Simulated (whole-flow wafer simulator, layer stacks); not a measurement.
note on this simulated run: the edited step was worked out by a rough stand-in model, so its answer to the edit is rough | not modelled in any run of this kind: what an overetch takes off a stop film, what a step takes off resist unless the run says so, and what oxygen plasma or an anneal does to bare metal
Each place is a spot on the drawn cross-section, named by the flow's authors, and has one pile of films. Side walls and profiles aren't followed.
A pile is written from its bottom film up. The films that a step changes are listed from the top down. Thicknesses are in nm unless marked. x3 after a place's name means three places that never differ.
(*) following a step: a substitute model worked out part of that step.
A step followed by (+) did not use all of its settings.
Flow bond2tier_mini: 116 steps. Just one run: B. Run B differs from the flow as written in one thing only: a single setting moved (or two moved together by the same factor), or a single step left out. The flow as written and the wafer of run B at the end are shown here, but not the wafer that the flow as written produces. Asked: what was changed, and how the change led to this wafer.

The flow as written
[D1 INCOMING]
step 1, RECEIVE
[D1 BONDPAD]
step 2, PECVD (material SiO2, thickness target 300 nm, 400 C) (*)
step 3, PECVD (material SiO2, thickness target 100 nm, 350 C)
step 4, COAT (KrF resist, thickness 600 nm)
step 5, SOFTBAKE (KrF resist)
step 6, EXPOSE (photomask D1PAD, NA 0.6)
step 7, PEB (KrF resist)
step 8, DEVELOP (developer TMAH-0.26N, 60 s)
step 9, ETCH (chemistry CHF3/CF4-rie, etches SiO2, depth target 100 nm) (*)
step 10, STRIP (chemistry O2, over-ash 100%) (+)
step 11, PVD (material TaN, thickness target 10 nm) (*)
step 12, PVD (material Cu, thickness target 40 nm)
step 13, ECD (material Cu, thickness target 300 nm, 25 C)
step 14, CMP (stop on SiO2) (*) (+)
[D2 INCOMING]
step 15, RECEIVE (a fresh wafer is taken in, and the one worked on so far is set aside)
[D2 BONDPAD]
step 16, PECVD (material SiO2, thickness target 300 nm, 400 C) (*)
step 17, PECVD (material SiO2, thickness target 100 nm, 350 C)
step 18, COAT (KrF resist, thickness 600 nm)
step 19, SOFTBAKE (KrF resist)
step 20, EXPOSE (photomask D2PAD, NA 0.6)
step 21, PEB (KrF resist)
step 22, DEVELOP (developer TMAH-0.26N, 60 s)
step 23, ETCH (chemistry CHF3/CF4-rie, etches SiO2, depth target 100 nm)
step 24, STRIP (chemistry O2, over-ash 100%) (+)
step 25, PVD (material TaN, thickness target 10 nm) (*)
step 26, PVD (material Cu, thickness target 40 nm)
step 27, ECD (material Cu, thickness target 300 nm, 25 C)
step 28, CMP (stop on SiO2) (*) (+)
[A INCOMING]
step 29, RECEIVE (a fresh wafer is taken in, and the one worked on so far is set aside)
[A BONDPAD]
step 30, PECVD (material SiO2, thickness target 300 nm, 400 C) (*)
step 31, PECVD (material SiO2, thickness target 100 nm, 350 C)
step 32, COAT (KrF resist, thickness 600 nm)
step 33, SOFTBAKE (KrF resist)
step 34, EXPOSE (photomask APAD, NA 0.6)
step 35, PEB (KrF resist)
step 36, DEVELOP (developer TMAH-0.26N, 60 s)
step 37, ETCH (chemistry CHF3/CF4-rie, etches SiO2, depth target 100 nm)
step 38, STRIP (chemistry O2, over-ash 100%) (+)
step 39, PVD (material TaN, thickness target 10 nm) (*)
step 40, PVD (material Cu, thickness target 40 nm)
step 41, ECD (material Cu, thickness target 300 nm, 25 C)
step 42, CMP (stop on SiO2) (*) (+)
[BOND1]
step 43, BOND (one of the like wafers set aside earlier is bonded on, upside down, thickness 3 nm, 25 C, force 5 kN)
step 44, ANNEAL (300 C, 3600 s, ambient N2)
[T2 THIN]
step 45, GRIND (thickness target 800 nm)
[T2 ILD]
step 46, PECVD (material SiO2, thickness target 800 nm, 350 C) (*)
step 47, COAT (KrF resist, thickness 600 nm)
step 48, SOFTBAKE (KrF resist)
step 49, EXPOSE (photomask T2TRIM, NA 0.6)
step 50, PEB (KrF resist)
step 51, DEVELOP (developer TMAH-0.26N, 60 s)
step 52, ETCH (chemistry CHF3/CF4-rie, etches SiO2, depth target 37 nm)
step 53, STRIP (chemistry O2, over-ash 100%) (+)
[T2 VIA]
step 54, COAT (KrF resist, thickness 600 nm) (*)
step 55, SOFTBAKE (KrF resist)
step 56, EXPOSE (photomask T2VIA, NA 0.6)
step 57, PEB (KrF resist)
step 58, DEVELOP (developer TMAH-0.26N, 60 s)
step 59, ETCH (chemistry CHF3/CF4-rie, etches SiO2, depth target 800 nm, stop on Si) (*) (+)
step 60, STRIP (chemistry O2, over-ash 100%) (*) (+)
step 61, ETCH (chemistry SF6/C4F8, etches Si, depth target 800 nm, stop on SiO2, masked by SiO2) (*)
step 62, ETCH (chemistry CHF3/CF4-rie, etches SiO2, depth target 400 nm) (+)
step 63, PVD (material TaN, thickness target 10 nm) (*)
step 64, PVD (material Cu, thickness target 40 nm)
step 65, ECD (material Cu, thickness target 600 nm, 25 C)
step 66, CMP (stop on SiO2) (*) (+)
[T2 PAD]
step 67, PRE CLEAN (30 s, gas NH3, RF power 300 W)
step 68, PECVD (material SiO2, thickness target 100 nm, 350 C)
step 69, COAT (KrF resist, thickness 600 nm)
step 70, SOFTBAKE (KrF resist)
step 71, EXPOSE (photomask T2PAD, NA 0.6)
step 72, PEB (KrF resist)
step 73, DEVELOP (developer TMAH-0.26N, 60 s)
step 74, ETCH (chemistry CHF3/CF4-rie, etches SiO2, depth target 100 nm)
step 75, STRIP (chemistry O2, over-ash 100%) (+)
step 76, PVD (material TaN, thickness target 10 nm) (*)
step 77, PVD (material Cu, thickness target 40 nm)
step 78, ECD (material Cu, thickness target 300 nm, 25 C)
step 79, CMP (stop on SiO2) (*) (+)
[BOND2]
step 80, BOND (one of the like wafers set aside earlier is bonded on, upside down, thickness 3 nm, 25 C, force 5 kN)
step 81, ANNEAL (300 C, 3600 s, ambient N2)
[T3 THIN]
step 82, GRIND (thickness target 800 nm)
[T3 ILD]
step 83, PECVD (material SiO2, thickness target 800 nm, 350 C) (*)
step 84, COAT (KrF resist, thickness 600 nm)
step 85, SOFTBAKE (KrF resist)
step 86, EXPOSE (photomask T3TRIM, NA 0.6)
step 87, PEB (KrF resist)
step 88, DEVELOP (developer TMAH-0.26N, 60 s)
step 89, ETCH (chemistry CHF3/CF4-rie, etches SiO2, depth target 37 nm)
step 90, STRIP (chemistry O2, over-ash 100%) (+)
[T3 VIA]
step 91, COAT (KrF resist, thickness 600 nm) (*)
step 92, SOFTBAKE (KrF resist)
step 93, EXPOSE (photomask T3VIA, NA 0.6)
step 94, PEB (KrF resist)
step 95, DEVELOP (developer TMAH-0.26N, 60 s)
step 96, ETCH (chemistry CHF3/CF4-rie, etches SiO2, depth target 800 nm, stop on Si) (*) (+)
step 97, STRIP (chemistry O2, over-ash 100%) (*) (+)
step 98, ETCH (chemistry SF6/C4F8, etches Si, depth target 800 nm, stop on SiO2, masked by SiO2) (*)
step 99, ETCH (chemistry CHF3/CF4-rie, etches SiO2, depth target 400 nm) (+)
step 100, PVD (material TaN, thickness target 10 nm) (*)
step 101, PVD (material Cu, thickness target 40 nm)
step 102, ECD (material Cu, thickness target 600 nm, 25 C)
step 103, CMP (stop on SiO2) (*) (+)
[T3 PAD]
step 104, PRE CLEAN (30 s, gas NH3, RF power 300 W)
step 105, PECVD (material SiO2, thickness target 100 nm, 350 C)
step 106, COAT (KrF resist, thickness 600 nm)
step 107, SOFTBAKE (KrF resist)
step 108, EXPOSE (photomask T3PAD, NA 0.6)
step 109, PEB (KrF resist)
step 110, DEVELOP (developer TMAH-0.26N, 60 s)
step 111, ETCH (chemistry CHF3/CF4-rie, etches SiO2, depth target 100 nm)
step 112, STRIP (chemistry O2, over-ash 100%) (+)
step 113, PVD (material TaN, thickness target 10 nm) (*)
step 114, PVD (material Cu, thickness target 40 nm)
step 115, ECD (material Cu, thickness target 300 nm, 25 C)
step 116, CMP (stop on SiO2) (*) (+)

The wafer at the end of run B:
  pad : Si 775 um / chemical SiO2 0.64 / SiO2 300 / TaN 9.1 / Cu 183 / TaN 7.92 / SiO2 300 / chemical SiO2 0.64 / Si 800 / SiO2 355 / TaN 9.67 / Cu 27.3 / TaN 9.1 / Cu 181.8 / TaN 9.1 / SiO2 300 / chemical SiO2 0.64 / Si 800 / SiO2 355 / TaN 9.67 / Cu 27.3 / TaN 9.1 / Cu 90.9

The reason: step 11, PVD: thickness target 8.7 nm was run, whereas the flow has thickness target 10 nm.

How this came from the change, step by step:
  step 11, PVD (material TaN, thickness target 10 nm) (*)
      field: TaN gains 8.7 (new film) (it would be, as written: TaN gains 10 (new film))
      pad: TaN gains 7.92 (new film) (it would be, as written: TaN gains 9.1 (new film))
      (as well as at 1 more place)
  step 14, CMP (stop on SiO2) (*) (+)
      field: Cu loses 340 (all of it), TaN loses 8.7 (all of it) (it would be, as written: Cu loses 340 (all of it), TaN loses 10 (all of it))
  step 43, BOND (one of the like wafers set aside earlier is bonded on, upside down, thickness 3 nm, 25 C, force 5 kN)
      pad: Si gains 775 um (new film), chemical SiO2 gains 0.64 (new film), SiO2 gains 300 (new film), TaN gains 7.92 (new film), Cu gains 92.1 (it would be, as written: Si gains 775 um (new film), chemical SiO2 gains 0.64 (new film), SiO2 gains 300 (new film), TaN gains 9.1 (new film), Cu gains 90.9)
      via: Si gains 775 um (new film), chemical SiO2 gains 0.64 (new film), SiO2 gains 300 (new film), TaN gains 8.68 (new film), Cu gains 91.3 (it would be, as written: Si gains 775 um (new film), chemical SiO2 gains 0.64 (new film), SiO2 gains 300 (new film), TaN gains 9.97 (new film), Cu gains 90)
